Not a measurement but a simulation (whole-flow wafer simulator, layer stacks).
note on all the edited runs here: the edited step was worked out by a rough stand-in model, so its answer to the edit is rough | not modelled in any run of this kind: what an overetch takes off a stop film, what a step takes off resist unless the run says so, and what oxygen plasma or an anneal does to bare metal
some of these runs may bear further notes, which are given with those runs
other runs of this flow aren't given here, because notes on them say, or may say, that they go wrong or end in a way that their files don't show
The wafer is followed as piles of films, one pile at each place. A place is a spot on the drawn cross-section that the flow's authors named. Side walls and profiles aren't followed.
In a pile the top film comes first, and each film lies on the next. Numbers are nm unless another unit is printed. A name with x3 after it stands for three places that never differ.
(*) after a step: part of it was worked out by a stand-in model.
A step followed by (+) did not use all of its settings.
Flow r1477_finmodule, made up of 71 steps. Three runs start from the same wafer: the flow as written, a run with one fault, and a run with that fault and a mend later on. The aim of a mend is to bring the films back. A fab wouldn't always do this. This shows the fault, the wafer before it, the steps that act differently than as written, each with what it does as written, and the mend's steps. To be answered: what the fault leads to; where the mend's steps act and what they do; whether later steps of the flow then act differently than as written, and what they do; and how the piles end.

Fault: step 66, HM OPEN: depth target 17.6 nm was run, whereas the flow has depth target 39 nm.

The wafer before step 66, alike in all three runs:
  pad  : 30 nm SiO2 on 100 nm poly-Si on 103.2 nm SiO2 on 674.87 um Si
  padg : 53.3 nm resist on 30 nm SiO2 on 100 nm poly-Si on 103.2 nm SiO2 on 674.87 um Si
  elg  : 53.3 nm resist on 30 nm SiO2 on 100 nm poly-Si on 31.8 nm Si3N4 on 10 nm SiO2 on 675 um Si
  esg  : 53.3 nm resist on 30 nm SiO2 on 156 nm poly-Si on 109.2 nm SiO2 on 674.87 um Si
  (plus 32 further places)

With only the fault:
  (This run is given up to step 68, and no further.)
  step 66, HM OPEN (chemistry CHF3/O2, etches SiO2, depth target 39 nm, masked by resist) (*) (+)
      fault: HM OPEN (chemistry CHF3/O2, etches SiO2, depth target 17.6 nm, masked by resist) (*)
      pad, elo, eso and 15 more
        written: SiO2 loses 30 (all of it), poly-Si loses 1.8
        fault: SiO2 loses 17.6
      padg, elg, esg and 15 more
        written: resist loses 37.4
        fault: resist loses 16.9
  Steps later in the flow that act otherwise than as written:
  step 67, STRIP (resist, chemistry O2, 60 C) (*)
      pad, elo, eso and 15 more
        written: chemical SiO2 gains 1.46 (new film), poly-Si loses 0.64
        fault: nothing
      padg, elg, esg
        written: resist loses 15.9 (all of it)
        fault: resist loses 36.4 (all of it)
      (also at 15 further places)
  After step 68, at pad, elo, eso and 15 more, the piles differ from the flow's by more than 2% or 0.5 nm, whichever is larger.
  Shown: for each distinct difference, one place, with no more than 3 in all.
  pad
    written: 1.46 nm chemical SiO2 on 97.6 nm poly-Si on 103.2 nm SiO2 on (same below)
    fault: 12.4 nm SiO2 on 100 nm poly-Si on 103.2 nm SiO2 on (same below)
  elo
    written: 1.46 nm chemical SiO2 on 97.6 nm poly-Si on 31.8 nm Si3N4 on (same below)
    fault: 12.4 nm SiO2 on 100 nm poly-Si on 31.8 nm Si3N4 on (same below)
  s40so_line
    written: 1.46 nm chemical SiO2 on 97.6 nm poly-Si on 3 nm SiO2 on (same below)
    fault: 12.4 nm SiO2 on 100 nm poly-Si on 3 nm SiO2 on (same below)

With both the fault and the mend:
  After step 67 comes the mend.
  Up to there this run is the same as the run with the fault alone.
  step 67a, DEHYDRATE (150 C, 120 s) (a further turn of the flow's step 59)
      alters no film at any place that is followed
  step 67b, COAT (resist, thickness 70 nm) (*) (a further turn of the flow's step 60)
      e40lg, e100lg, e200lg, elo, e40lo, e100lo, e200lo
        resist gains 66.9 (new film)
      s40sg, s45sg, s40so, s45so
        resist gains 91 (new film)
      s40sg_line, s45sg_line, s40so_line, s45so_line
        resist gains 68.5 (new film)
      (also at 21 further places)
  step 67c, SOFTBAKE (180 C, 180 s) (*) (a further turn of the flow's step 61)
      alters no film at any place that is followed
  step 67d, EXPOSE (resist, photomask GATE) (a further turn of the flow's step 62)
      alters no film at any place that is followed
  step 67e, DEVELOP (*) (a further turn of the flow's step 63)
      elo, e40lo, e100lo, e200lo
        resist loses 66.9 (all of it)
      eso, e40so
        resist loses 129.5 (all of it)
      s40so, s45so
        resist loses 91 (all of it)
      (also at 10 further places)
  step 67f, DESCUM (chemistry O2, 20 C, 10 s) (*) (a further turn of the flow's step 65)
      padg, elg, esg and 15 more
        resist loses 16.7
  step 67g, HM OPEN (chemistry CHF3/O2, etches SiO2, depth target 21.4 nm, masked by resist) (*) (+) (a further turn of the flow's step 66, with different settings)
      pad, elo, eso and 15 more
        SiO2 loses 12.4 (all of it), poly-Si loses 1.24
      padg, elg, esg and 15 more
        resist loses 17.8
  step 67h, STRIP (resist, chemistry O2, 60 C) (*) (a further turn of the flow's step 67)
      pad, elo, eso and 15 more
        chemical SiO2 gains 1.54 (new film), poly-Si loses 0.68
      e40lg, e100lg, e200lg
        resist loses 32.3 (all of it)
      elg, esg
        resist loses 35.4 (all of it)
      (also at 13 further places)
  None of the later steps of the flow differs from how it acts as written, at any place that is followed, by more than 2% or 0.5 nm, whichever is larger.
  At the end the piles are close to the flow's at the places that both follow, differing by at most 2% or 0.5 nm, whichever is larger.
